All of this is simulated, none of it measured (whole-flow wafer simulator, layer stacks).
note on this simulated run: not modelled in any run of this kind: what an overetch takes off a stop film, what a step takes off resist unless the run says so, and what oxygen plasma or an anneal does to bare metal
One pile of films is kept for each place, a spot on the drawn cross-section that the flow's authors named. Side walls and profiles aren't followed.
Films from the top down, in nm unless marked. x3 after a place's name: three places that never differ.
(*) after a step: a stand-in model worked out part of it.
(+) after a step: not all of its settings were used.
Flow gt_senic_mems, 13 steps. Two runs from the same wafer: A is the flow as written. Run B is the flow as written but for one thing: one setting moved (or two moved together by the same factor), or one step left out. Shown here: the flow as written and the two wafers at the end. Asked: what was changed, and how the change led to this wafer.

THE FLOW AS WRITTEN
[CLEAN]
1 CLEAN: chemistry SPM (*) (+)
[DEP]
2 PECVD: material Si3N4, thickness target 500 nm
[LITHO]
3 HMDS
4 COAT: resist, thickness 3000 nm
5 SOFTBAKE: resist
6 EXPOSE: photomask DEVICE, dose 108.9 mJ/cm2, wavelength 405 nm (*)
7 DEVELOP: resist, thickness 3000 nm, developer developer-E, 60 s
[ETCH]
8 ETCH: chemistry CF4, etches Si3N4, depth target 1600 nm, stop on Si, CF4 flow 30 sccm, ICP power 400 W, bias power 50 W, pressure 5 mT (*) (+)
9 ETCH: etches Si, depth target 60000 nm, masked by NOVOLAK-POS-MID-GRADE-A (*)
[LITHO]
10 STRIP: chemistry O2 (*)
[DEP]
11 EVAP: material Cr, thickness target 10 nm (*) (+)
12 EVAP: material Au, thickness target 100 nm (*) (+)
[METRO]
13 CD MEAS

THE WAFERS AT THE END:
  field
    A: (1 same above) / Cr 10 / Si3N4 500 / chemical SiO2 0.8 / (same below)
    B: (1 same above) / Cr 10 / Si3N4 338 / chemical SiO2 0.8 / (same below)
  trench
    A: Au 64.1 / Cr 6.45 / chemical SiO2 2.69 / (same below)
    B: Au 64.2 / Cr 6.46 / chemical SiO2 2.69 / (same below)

The cause: step 2, PECVD: thickness target 338 nm was run, where the flow has thickness target 500 nm.
It can be read off the wafer: field has Si3N4 338, and step 2 as written asks for 500 nm.

How the change led to this, step by step:
  2 PECVD: material Si3N4, thickness target 500 nm
      field, trench: A Si3N4 +500 (new film) | B Si3N4 +338 (new film)
  8 ETCH: chemistry CF4, etches Si3N4, depth target 1600 nm, stop on Si, CF4 flow 30 sccm, ICP power 400 W, bias power 50 W, pressure 5 mT (*) (+)
      field: A resist -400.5 | B resist -292.5
      trench: A Si3N4 -500 (all of it), chemical SiO2 -0.8 (all of it) | B Si3N4 -338 (all of it), chemical SiO2 -0.8 (all of it)
  10 STRIP: chemistry O2 (*)
      field: A resist -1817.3 (all of it) | B resist -1925.3 (all of it)
